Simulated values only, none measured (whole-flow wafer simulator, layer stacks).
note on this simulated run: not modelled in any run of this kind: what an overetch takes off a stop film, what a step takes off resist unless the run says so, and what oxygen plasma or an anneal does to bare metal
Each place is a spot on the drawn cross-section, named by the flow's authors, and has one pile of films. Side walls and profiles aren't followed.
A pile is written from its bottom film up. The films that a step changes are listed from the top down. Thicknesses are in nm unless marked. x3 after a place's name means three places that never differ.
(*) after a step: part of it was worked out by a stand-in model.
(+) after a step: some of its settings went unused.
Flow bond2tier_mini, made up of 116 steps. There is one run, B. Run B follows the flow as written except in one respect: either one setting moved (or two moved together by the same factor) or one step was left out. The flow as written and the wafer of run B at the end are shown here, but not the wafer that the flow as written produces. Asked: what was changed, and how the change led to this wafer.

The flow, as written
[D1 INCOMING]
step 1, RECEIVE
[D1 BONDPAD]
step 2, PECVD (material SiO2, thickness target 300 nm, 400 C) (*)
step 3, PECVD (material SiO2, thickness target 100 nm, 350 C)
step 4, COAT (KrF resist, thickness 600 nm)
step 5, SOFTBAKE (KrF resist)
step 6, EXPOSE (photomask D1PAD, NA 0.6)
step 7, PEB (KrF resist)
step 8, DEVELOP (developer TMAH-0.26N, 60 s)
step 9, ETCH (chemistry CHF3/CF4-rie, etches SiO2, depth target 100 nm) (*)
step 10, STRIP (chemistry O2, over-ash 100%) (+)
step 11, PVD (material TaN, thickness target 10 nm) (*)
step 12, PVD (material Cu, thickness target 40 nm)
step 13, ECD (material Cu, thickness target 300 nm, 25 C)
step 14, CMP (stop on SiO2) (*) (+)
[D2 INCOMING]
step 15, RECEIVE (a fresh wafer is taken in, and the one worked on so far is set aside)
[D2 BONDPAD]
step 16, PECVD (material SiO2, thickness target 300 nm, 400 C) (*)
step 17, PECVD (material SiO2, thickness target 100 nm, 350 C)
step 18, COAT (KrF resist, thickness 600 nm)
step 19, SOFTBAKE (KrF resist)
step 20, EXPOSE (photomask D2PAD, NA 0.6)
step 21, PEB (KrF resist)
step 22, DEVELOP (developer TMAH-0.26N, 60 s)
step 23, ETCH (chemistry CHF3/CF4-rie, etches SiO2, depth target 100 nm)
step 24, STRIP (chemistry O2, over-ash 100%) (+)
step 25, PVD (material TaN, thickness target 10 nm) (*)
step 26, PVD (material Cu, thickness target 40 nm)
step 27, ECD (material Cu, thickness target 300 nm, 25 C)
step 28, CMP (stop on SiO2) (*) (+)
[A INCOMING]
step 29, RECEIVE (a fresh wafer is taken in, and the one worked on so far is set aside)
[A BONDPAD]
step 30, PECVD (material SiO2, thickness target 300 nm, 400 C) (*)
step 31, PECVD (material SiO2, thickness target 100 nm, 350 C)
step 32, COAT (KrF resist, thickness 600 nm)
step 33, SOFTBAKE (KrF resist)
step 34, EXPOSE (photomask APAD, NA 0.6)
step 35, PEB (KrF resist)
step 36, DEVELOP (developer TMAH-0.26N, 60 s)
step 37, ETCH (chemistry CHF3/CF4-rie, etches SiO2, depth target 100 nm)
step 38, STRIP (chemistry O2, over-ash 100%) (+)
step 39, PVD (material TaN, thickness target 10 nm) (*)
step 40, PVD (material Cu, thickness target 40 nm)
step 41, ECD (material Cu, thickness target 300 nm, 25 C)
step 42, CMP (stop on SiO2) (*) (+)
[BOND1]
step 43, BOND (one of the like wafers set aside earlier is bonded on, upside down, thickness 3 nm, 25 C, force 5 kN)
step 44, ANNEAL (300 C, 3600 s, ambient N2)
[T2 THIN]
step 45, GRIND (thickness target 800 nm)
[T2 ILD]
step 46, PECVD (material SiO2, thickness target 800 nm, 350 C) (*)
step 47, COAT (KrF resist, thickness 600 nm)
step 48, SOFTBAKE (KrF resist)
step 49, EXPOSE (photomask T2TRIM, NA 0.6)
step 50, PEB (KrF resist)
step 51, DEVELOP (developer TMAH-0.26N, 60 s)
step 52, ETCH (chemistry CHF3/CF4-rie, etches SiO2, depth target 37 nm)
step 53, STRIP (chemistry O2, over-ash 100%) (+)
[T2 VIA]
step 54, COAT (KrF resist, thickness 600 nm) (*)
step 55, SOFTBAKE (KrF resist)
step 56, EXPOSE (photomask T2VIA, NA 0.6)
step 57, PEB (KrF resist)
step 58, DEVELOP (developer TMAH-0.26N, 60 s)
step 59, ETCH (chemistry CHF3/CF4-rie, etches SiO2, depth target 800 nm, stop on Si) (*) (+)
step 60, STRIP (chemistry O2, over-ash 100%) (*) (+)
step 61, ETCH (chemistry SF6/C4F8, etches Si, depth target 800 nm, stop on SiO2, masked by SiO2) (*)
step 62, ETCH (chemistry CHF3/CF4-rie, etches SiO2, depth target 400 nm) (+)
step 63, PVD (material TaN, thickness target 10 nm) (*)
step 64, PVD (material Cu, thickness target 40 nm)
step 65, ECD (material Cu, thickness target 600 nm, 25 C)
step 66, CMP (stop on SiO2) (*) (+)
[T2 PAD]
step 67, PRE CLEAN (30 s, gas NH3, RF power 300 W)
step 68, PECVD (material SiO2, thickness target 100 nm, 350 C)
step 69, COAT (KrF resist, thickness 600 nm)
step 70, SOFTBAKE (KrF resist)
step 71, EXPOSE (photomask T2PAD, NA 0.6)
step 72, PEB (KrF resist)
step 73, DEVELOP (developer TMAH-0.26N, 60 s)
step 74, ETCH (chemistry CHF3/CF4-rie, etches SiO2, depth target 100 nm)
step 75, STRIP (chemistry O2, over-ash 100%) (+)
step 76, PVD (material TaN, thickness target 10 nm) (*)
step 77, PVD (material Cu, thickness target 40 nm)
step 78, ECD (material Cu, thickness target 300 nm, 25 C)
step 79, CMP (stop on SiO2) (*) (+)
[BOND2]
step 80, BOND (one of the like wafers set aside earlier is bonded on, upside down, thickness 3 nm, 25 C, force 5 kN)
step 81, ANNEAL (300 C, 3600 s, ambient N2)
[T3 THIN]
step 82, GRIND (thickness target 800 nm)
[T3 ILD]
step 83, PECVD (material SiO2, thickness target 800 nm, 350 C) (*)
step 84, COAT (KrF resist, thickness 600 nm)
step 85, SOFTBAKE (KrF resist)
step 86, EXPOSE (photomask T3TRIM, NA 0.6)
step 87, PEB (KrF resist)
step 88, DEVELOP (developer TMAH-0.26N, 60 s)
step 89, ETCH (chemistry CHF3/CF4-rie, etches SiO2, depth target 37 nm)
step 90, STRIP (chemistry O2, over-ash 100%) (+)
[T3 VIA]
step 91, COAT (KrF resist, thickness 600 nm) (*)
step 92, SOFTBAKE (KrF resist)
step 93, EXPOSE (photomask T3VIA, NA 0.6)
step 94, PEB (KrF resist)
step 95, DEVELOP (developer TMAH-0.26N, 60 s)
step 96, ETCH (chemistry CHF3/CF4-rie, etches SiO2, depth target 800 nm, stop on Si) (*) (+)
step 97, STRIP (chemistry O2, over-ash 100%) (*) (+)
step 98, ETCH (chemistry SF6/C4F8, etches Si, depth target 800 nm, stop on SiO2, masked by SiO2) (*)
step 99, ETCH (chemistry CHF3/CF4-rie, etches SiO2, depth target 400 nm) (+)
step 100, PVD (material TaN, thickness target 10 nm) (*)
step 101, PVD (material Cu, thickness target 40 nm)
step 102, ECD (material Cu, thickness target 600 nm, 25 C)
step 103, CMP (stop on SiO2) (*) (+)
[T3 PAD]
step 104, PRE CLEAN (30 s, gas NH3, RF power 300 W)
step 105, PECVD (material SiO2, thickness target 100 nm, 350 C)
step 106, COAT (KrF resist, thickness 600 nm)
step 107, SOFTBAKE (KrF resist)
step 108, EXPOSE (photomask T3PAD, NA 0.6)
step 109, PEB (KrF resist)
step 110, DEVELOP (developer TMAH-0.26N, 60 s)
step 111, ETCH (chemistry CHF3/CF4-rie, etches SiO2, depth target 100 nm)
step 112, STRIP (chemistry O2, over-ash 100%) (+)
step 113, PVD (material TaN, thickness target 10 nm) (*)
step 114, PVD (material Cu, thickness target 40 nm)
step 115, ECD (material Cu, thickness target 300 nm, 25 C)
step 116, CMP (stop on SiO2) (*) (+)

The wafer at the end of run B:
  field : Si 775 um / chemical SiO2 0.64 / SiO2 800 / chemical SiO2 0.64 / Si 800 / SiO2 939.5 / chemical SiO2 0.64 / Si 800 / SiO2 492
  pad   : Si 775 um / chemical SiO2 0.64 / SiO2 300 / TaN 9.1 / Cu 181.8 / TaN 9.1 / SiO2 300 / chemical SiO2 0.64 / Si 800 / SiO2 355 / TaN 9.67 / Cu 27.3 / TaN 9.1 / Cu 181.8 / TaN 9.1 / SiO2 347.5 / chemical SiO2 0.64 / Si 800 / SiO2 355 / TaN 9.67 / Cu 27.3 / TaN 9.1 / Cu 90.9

Cause: step 17, PECVD: thickness target 147.5 nm was run, whereas the flow has thickness target 100 nm.

The path from the change to this, step by step:
  step 17, PECVD (material SiO2, thickness target 100 nm, 350 C)
      field, pad, via: +147.5 SiO2 (as written it would have been: +100 SiO2)
  step 80, BOND (one of the like wafers set aside earlier is bonded on, upside down, thickness 3 nm, 25 C, force 5 kN)
      field: +775 um Si (new film), +0.64 chemical SiO2 (new film), +447.5 SiO2 (as written it would have been: +775 um Si (new film), +0.64 chemical SiO2 (new film), +400 SiO2)
      pad: +775 um Si (new film), +0.64 chemical SiO2 (new film), +347.5 SiO2 (new film), +9.1 TaN (new film), +90.9 Cu (as written it would have been: +775 um Si (new film), +0.64 chemical SiO2 (new film), +300 SiO2 (new film), +9.1 TaN (new film), +90.9 Cu)
